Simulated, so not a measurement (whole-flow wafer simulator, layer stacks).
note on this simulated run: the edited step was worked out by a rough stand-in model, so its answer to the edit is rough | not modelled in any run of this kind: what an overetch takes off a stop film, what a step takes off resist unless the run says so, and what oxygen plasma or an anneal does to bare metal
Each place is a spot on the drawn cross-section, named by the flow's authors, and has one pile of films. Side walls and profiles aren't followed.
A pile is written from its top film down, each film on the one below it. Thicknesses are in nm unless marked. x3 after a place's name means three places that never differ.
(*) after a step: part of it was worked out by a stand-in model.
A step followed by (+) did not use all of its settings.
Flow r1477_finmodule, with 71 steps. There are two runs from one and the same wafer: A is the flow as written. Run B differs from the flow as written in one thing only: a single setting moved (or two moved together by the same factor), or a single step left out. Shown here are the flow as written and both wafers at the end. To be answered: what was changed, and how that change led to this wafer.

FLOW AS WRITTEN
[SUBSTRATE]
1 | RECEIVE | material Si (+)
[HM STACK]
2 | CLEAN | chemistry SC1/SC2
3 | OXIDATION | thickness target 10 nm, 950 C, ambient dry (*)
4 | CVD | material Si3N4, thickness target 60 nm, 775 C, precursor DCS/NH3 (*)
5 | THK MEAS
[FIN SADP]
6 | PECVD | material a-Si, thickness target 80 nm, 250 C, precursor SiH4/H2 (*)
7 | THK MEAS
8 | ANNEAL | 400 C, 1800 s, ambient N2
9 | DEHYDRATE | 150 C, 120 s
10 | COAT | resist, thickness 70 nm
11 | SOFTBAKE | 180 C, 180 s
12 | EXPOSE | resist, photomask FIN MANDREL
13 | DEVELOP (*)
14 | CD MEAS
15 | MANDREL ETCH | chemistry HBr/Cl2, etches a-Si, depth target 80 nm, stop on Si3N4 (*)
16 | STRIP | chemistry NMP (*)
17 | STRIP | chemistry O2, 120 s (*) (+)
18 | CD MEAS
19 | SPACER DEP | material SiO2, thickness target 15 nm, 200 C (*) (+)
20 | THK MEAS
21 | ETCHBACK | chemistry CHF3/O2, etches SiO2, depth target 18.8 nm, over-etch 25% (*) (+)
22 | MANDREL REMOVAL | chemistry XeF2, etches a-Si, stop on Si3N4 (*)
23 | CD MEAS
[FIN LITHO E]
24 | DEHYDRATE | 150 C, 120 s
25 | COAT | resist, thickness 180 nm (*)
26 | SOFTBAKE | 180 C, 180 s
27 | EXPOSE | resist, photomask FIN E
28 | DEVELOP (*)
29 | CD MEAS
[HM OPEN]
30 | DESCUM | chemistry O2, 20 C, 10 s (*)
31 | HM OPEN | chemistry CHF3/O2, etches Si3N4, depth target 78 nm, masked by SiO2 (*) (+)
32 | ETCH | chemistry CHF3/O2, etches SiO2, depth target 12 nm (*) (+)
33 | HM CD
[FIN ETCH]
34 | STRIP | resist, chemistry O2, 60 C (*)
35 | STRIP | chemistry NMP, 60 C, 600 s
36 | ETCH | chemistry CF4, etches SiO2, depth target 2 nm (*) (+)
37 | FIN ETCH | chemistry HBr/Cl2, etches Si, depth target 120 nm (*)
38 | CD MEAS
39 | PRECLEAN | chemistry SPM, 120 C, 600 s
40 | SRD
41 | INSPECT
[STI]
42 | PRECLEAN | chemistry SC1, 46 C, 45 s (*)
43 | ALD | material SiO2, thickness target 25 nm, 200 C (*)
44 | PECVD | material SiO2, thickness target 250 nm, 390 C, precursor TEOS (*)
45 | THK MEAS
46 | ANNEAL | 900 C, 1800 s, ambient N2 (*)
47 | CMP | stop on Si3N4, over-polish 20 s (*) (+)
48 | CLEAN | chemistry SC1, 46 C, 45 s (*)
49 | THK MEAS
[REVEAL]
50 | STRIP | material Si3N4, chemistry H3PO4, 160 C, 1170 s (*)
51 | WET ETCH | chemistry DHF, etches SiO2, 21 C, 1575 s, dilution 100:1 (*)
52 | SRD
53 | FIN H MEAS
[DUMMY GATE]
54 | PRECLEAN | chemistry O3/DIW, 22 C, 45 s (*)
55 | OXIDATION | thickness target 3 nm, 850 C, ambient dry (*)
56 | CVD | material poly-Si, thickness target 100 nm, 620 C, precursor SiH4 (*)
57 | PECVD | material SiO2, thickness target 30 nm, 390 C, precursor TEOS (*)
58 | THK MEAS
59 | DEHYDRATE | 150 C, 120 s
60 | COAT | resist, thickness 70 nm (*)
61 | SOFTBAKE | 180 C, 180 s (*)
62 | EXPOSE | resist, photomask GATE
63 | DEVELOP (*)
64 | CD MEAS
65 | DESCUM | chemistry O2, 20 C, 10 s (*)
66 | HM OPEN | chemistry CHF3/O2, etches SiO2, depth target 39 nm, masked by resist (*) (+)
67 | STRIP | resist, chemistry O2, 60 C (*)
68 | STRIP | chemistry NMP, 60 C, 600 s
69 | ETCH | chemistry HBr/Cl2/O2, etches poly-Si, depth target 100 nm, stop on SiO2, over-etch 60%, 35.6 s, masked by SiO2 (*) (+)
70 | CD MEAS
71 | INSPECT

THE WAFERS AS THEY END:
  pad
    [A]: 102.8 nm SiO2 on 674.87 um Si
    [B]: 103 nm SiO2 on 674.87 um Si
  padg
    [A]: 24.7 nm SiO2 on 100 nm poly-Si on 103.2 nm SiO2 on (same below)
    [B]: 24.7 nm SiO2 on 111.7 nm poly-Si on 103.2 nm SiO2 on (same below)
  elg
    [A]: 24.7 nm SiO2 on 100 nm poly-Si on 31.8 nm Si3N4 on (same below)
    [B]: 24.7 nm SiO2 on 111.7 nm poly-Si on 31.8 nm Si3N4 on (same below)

Cause: step 56, CVD: thickness target 111.7 nm was run, whereas the flow has thickness target 100 nm.
One can read it off the wafer: padg has poly-Si 111.7, and step 56 as written asks for 100 nm.

How this came from the change, step by step:
  56 | CVD | material poly-Si, thickness target 100 nm, 620 C, precursor SiH4 (*)
      pad, padg, elg and 26 more: A poly-Si gains 100 (new film) | B poly-Si gains 111.7 (new film)
      s40cg, s40co: A poly-Si gains 113.9 (new film) | B poly-Si gains 125.8 (new film)
      (as well as at 5 more places)
  69 | ETCH | chemistry HBr/Cl2/O2, etches poly-Si, depth target 100 nm, stop on SiO2, over-etch 60%, 35.6 s, masked by SiO2 (*) (+)
      elo, e40lo, e100lo, e200lo: A chemical SiO2 loses 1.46 (all of it), poly-Si loses 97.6 (all of it), Si3N4 loses 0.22 | B chemical SiO2 loses 1.46 (all of it), poly-Si loses 109.3 (all of it)
      pad, eso, e40so and 8 more: A chemical SiO2 loses 1.46 (all of it), poly-Si loses 97.6 (all of it), SiO2 loses 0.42 | B chemical SiO2 loses 1.46 (all of it), poly-Si loses 109.3 (all of it), SiO2 loses 0.25
      (as well as at 3 more places)
